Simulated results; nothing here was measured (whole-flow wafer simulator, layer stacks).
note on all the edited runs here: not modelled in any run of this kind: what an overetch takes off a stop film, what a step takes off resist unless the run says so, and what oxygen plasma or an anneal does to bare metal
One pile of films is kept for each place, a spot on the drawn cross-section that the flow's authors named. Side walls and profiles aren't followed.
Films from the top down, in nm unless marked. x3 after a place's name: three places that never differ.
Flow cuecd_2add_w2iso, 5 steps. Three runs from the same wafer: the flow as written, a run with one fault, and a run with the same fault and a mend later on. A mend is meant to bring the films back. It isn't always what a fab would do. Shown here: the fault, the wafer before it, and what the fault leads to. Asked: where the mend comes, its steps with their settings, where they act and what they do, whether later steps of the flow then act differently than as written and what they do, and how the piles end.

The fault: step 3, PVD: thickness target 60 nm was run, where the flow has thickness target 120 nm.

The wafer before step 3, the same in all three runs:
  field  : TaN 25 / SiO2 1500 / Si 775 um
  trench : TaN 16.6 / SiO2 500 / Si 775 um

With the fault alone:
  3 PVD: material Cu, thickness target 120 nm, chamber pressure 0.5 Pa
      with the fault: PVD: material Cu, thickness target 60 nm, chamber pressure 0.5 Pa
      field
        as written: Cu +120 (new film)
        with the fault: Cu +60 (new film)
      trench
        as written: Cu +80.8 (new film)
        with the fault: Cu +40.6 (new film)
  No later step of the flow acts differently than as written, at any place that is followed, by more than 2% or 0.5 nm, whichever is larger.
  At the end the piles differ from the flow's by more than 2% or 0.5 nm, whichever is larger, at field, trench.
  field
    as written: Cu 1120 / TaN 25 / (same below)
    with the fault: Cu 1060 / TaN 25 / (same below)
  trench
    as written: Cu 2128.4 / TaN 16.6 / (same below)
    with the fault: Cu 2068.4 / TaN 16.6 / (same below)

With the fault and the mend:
  The mend comes after step 3.
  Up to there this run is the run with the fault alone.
  3a PVD: material Cu, thickness target 60 nm, chamber pressure 0.5 Pa (the flow's step 3 once more, with other settings)
      field
        Cu +60
      trench
        Cu +39.8
  No later step of the flow acts differently than as written, at any place that is followed, by more than 2% or 0.5 nm, whichever is larger.
  At the end the piles are the same as the flow's at every place that both follow.
